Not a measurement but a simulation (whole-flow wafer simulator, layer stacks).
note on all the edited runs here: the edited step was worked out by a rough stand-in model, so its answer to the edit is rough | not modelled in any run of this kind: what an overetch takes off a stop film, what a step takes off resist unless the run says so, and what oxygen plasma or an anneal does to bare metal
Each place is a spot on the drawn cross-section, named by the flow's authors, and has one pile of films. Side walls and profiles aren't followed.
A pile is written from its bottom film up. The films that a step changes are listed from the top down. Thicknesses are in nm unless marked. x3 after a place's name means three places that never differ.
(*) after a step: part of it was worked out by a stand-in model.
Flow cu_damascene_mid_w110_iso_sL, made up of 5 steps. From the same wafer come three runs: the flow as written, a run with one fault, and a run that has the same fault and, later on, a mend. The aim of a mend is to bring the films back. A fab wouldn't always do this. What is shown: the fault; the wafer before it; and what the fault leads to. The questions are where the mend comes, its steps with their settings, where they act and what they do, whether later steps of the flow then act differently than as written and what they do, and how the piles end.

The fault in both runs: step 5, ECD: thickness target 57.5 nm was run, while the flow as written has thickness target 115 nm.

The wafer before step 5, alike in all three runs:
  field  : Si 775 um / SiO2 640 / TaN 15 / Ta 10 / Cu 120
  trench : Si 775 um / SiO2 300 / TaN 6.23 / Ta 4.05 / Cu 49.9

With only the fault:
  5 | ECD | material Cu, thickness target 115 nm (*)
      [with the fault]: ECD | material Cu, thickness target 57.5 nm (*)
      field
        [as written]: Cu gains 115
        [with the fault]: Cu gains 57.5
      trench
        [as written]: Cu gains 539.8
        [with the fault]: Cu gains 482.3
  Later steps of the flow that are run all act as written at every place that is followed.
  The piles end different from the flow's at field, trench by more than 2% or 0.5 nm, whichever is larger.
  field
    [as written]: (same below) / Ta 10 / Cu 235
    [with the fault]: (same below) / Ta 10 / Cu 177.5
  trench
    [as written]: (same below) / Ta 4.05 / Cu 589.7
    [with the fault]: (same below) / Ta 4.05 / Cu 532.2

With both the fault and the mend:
  The mend stands after step 5.
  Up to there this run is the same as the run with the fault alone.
  5a | ECD | material Cu, thickness target 57.5 nm (a further turn of the flow's step 5, with different settings)
      field, trench
        Cu gains 57.5
  Later steps of the flow that are run all act as written at every place that is followed.
  At every place that both follow, the piles at the end match the flow's.
